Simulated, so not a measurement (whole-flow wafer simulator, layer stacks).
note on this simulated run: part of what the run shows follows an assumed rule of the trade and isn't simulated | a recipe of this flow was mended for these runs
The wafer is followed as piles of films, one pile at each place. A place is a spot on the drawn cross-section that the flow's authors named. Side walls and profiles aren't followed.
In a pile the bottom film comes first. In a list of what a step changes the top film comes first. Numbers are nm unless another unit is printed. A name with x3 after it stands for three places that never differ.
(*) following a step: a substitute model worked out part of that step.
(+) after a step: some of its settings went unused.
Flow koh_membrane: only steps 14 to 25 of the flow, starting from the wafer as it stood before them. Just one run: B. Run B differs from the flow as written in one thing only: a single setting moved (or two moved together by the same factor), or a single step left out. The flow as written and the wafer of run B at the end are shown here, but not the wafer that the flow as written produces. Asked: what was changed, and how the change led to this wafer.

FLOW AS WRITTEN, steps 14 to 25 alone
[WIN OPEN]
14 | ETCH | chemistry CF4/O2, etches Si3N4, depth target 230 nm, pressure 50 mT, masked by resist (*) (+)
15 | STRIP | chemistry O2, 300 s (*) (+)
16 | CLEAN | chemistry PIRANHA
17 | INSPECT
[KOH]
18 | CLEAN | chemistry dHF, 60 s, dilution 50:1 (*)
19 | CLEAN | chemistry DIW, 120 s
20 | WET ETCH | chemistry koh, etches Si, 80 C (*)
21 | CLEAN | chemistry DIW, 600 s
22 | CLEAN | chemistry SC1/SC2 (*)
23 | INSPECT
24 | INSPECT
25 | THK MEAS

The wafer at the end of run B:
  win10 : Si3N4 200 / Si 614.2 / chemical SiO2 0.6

The reason: step 14, ETCH: depth target 247 nm was run, whereas the flow has depth target 230 nm.

Step by step, how the change led to this:
  14 | ETCH | chemistry CF4/O2, etches Si3N4, depth target 230 nm, pressure 50 mT, masked by resist (*) (+)
      win20 x4, win10: -200 Si3N4 (all of it), -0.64 chemical SiO2 (all of it), -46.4 Si (it would be, as written: -200 Si3N4 (all of it), -0.64 chemical SiO2 (all of it), -29.4 Si)
      field: -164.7 i-line-resist (it would be, as written: -153.3 i-line-resist)
